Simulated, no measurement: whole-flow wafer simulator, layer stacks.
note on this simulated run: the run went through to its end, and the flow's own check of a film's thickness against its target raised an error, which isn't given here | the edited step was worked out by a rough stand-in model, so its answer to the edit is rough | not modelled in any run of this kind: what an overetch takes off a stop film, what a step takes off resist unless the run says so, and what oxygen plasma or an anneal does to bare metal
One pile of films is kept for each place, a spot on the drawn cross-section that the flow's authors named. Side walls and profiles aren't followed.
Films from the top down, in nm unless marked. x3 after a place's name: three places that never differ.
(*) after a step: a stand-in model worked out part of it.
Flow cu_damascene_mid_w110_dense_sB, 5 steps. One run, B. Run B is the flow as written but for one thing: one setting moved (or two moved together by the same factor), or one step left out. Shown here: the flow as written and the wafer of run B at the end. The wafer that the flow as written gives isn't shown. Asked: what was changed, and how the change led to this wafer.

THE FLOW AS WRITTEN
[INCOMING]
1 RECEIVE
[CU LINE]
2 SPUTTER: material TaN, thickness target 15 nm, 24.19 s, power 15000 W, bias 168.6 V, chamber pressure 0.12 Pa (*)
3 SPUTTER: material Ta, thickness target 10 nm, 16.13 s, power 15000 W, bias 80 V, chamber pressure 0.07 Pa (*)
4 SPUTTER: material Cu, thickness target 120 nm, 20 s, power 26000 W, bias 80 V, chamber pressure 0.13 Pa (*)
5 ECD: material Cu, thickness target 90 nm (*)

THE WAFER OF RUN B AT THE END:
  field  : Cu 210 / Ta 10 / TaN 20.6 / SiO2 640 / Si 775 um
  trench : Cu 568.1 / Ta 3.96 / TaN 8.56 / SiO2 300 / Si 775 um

The cause: step 2, SPUTTER: thickness target 20.6 nm was run, where the flow has thickness target 15 nm; step 2, SPUTTER: 33.26 s was run, where the flow has 24.19 s.
It can be read off the wafer: field has TaN 20.6, and step 2 as written asks for 15 nm.

How the change led to this, step by step:
  2 SPUTTER: material TaN, thickness target 15 nm, 24.19 s, power 15000 W, bias 168.6 V, chamber pressure 0.12 Pa (*)
      field: TaN +20.6 (new film) (as written it would be: TaN +15 (new film))
      trench: TaN +8.56 (new film) (as written it would be: TaN +6.23 (new film))
